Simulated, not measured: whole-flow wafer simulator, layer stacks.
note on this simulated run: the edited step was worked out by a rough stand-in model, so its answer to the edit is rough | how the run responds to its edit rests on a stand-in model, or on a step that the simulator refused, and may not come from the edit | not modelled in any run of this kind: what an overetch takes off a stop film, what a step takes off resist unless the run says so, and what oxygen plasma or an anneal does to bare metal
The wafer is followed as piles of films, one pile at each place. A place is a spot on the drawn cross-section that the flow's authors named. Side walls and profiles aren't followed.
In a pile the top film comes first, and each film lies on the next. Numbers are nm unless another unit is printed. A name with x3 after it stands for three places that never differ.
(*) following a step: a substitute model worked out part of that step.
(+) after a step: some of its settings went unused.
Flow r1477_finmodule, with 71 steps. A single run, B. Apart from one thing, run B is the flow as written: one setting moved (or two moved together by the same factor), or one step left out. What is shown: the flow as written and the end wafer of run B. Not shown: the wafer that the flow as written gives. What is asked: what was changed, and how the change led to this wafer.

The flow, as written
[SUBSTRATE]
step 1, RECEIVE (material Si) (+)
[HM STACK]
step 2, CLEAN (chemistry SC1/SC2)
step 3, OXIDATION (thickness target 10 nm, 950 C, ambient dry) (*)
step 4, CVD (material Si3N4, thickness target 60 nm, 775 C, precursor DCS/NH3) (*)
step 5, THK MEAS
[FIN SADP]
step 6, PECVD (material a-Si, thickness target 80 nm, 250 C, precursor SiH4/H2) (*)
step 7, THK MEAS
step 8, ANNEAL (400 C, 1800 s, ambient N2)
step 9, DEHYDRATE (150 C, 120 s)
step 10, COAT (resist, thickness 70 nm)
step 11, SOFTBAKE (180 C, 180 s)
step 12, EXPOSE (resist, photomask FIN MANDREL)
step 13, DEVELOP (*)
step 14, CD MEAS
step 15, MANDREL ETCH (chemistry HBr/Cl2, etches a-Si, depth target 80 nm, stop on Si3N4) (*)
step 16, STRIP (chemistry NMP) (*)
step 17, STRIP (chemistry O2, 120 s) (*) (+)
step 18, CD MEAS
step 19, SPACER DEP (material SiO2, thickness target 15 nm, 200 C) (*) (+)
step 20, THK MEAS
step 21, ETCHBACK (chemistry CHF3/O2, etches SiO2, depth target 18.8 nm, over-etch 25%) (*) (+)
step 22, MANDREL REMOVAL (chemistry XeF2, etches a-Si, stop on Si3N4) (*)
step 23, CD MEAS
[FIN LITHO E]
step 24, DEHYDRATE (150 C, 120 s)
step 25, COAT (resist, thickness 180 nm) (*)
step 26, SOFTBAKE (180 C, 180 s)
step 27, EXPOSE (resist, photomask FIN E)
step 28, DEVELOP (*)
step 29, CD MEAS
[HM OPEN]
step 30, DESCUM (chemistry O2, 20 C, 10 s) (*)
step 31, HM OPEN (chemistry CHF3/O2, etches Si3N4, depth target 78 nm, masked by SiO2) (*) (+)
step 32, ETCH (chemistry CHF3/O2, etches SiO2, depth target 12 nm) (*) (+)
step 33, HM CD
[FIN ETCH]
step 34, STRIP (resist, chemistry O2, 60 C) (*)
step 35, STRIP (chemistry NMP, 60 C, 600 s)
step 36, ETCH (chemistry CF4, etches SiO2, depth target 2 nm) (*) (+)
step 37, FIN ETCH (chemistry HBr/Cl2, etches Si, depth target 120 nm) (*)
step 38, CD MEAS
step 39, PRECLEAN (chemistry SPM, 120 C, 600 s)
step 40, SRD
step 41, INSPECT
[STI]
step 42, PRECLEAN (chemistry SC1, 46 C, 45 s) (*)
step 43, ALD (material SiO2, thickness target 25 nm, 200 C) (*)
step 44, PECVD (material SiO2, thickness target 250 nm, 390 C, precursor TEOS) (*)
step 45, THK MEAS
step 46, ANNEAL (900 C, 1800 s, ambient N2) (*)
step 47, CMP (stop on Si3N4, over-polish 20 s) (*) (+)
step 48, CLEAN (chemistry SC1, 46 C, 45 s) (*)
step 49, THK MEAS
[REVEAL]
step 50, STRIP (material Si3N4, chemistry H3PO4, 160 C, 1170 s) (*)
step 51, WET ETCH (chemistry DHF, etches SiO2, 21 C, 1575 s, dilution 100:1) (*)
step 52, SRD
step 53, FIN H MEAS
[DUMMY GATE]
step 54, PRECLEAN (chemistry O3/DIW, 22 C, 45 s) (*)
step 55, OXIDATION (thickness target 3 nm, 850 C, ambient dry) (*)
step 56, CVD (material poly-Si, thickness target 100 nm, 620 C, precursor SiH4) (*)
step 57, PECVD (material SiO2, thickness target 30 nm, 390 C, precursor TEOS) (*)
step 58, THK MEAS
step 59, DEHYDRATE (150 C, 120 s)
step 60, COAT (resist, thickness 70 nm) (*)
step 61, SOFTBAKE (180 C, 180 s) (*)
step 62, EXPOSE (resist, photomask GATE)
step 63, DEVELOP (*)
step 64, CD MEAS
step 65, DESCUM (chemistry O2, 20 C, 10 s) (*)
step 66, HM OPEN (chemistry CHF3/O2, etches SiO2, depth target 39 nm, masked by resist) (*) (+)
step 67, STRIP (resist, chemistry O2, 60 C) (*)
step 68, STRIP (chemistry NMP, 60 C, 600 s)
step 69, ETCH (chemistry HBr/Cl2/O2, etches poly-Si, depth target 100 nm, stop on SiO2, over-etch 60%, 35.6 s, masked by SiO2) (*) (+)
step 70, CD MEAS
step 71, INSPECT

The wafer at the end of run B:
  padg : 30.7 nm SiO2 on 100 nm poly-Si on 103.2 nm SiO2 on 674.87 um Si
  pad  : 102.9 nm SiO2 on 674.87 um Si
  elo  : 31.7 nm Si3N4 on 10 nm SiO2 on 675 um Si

Cause: step 57, PECVD: thickness target 36 nm was run, whereas the flow has thickness target 30 nm.

How this came from the change, step by step:
  step 57, PECVD (material SiO2, thickness target 30 nm, 390 C, precursor TEOS) (*)
      pad, padg, elg and 33 more: +36 SiO2 (new film) (in the flow as written it would be: +30 SiO2 (new film))
  step 66, HM OPEN (chemistry CHF3/O2, etches SiO2, depth target 39 nm, masked by resist) (*) (+)
      pad, elo, eso and 15 more: -36 SiO2 (all of it), -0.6 poly-Si (in the flow as written it would be: -30 SiO2 (all of it), -1.8 poly-Si)
